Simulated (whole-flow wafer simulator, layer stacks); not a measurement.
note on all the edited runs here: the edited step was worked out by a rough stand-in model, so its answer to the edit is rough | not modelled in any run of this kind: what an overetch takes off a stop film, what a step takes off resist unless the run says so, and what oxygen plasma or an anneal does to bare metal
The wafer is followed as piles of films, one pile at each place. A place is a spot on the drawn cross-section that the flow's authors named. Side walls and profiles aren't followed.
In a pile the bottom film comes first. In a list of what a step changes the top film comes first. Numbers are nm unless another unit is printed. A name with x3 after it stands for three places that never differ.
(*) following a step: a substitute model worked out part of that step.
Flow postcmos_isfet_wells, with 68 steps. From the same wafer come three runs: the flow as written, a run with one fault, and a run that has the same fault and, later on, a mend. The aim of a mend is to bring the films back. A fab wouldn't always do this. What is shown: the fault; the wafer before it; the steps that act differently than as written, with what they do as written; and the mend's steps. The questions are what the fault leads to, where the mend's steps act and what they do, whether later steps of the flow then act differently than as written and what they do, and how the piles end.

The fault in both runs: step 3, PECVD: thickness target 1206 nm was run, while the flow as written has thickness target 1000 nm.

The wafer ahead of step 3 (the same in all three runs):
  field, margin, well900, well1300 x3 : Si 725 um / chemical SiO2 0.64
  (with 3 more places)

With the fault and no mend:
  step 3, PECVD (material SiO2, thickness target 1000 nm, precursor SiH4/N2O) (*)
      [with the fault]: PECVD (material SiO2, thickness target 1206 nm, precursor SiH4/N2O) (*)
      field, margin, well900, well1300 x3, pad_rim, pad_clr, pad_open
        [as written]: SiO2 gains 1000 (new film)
        [with the fault]: SiO2 gains 1206 (new film)
  None of the later steps of the flow acts differently than as written at any place that is followed.
  At field, margin, well900, well1300 x3, pad_rim, pad_clr, pad_open, the piles at the end differ from the flow's by more than 2% or 0.5 nm, whichever is larger.
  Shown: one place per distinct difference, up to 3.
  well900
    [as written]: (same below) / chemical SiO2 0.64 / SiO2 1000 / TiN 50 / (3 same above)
    [with the fault]: (same below) / chemical SiO2 0.64 / SiO2 1206 / TiN 50 / (3 same above)
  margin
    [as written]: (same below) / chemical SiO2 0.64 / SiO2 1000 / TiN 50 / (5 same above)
    [with the fault]: (same below) / chemical SiO2 0.64 / SiO2 1206 / TiN 50 / (5 same above)
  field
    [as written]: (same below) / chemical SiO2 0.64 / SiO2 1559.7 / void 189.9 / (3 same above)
    [with the fault]: (same below) / chemical SiO2 0.64 / SiO2 1765.7 / void 189.9 / (3 same above)

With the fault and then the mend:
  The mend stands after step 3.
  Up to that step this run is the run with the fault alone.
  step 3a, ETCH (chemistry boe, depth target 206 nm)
      field, margin, well900, well1300 x3, pad_rim, pad_clr, pad_open
        SiO2 loses 206
  None of the later steps of the flow acts differently than as written at any place that is followed.
  At every place that both follow, the piles at the end match the flow's.
